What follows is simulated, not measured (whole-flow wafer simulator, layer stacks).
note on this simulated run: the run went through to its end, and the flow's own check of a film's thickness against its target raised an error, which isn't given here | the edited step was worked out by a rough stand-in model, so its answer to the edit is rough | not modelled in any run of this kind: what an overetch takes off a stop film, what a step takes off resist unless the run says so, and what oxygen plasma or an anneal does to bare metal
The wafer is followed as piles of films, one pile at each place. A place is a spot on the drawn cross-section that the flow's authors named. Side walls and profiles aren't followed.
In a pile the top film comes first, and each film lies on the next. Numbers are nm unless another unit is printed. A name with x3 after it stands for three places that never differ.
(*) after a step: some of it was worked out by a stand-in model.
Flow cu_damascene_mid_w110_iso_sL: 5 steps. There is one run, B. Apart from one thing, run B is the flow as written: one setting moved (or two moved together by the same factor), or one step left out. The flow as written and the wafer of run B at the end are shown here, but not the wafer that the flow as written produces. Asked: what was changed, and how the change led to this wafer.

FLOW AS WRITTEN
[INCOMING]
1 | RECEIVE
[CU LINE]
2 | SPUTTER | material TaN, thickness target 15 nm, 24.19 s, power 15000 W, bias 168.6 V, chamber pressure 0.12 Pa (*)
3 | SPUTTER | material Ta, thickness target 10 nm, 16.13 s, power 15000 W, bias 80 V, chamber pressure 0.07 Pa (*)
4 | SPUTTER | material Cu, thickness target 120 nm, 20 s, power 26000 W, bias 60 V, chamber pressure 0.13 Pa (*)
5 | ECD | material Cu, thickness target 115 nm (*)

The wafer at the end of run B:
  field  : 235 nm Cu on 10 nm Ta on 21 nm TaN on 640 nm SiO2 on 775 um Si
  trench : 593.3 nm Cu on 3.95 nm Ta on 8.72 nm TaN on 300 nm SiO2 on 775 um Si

The reason: step 2, SPUTTER: thickness target 21 nm was run, while the flow as written has thickness target 15 nm.
One can read it off the wafer: field has TaN 21, and step 2 as written asks for 15 nm.

How this came from the change, step by step:
  2 | SPUTTER | material TaN, thickness target 15 nm, 24.19 s, power 15000 W, bias 168.6 V, chamber pressure 0.12 Pa (*)
      field: +21 TaN (new film) (in the flow as written it would be: +15 TaN (new film))
      trench: +8.72 TaN (new film) (in the flow as written it would be: +6.23 TaN (new film))
  4 | SPUTTER | material Cu, thickness target 120 nm, 20 s, power 26000 W, bias 60 V, chamber pressure 0.13 Pa (*)
      trench: +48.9 Cu (new film) (in the flow as written it would be: +49.9 Cu (new film))
